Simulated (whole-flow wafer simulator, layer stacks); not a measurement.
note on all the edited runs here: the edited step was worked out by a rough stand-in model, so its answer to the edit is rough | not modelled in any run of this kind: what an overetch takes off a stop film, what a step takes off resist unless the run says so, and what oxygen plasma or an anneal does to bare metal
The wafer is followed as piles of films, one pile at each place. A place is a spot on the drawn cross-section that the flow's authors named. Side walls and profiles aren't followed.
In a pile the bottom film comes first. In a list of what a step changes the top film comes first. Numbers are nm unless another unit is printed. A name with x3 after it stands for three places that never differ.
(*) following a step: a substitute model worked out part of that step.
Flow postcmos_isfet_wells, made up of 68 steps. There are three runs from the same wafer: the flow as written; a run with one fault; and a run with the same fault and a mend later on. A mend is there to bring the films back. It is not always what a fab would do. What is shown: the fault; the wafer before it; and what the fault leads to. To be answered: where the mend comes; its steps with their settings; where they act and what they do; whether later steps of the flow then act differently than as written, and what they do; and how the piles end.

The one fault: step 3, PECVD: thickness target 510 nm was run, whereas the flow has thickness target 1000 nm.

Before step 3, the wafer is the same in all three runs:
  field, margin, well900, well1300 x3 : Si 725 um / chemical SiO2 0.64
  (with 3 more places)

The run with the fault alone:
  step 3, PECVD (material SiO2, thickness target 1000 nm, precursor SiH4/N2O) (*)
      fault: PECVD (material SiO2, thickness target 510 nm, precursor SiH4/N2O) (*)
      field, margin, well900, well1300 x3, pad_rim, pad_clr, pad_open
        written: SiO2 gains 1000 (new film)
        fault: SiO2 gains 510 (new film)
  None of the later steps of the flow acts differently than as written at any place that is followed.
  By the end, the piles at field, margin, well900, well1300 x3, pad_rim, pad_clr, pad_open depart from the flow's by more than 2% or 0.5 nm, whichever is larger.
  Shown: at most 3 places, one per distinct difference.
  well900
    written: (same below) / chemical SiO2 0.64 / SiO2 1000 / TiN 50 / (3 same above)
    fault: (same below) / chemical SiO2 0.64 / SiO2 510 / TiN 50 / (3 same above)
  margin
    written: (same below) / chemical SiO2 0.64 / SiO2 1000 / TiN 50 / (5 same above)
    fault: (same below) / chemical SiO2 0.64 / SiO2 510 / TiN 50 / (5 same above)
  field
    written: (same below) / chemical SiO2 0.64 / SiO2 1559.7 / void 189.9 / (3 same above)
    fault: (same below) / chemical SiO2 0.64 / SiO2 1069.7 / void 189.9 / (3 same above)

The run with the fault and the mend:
  The mend follows step 3.
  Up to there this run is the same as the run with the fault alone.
  step 3a, PECVD (material SiO2, thickness target 490 nm, precursor SiH4/N2O) (*) (a further turn of the flow's step 3, with different settings)
      field, margin, well900, well1300 x3, pad_rim, pad_clr, pad_open
        SiO2 gains 490
  None of the later steps of the flow acts differently than as written at any place that is followed.
  At every place that both follow, the piles at the end match the flow's.
